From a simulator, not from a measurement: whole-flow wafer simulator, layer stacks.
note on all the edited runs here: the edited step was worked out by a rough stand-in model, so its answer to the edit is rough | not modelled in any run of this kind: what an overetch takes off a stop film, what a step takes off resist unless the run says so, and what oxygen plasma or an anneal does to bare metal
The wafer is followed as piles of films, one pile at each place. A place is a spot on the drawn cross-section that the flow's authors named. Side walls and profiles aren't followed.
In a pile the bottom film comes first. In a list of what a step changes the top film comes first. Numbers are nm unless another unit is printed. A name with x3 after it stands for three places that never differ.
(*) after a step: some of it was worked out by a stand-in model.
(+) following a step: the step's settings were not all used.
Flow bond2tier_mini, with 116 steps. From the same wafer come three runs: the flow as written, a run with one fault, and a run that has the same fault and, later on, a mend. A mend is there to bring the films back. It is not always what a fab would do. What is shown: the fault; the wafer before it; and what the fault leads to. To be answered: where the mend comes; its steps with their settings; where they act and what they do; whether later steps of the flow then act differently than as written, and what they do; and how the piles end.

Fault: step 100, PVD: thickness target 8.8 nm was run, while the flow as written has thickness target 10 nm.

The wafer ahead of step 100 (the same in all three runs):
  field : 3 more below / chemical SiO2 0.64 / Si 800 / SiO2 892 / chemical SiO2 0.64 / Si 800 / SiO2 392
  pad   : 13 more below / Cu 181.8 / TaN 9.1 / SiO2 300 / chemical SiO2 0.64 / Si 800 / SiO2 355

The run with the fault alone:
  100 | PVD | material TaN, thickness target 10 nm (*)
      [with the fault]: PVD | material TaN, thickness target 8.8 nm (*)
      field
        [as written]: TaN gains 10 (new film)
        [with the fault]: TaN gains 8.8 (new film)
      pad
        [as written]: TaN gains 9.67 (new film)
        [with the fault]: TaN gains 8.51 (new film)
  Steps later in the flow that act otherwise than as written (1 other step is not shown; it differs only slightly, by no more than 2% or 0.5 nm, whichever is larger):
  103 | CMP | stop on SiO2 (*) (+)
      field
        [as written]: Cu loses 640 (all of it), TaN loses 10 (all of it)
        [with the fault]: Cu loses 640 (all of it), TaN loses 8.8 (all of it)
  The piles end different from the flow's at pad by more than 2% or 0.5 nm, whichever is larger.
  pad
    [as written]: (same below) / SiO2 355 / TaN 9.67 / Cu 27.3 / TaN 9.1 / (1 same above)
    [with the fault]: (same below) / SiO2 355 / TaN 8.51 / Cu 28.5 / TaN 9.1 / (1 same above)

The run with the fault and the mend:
  The mend stands after step 100.
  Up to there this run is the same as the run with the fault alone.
  100a | PVD | material TaN, thickness target 1.2 nm (*) (the flow's step 100 again, with other settings)
      field
        TaN gains 1.2
      pad
        TaN gains 1.16
  Every later step of the flow that is run acts as written at every place that is followed.
  At every place that both follow, the piles at the end match the flow's.
